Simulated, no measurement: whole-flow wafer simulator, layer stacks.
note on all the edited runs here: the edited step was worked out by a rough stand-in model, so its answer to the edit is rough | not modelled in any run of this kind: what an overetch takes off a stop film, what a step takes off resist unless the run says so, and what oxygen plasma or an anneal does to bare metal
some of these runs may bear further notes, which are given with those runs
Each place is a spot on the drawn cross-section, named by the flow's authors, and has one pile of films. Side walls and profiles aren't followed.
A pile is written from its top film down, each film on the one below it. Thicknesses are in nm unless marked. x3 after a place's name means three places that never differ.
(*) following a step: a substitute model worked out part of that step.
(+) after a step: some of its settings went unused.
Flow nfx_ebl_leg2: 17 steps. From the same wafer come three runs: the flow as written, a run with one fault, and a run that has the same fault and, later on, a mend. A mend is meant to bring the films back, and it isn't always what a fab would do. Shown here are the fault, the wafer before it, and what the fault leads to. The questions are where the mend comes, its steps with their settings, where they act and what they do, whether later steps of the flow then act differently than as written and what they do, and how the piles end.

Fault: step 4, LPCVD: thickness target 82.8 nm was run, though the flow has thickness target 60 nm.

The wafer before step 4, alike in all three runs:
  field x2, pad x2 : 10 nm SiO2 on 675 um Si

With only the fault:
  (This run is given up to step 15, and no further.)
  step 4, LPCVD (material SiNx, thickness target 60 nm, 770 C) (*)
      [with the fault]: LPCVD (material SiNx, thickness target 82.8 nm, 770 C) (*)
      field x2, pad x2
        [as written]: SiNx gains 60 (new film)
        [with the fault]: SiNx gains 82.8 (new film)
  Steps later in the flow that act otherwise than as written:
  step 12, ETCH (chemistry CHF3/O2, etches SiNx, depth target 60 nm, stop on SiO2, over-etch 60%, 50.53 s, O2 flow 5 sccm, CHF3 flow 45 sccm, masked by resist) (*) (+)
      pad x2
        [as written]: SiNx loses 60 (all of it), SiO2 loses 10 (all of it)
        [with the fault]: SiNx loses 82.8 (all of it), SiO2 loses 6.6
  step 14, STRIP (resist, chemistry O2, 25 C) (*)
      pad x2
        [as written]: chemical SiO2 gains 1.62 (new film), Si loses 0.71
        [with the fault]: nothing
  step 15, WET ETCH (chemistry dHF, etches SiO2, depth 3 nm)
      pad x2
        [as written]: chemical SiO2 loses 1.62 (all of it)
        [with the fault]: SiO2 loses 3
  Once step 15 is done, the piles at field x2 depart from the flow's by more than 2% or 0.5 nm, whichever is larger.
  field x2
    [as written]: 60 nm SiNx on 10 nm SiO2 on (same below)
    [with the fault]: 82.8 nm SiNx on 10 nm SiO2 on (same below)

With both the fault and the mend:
  The mend stands after step 5.
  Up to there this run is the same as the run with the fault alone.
  step 5a, ETCH (chemistry h3po4, depth target 22.8 nm)
      field x2, pad x2
        SiNx loses 22.8
  Later steps of the flow that are run all act as written at every place that is followed.
  The piles end the same as the flow's at every place that both follow.
